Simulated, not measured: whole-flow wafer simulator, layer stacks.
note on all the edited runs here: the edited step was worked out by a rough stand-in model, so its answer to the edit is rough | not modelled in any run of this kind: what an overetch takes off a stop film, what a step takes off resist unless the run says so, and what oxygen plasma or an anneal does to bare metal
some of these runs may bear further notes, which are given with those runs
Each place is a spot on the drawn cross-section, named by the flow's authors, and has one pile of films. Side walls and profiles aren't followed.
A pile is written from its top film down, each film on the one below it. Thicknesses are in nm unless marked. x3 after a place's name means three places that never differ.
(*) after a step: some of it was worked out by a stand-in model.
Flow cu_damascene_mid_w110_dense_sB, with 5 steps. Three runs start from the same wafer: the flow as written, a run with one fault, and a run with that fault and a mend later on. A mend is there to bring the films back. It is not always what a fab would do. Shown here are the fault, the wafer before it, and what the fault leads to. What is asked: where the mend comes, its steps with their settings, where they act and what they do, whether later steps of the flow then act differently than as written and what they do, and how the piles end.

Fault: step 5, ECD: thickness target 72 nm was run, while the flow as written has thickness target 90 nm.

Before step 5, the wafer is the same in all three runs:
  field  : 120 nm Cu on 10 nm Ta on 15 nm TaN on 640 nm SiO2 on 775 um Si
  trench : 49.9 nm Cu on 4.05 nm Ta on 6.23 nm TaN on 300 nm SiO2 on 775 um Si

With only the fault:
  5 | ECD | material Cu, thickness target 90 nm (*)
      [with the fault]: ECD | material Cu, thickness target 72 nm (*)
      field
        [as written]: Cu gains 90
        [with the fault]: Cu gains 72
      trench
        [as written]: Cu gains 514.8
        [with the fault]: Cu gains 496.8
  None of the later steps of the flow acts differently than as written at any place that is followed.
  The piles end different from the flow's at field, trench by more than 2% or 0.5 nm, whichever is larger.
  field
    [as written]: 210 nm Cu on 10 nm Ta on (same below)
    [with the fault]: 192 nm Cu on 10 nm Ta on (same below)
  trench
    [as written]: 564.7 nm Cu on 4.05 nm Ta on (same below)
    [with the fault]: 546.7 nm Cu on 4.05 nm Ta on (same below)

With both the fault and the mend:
  After step 5 comes the mend.
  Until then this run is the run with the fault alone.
  5a | ECD | material Cu, thickness target 18 nm (the flow's step 5, run once more with other settings)
      field, trench
        Cu gains 18
  None of the later steps of the flow acts differently than as written at any place that is followed.
  At every place that both follow, the piles at the end match the flow's.
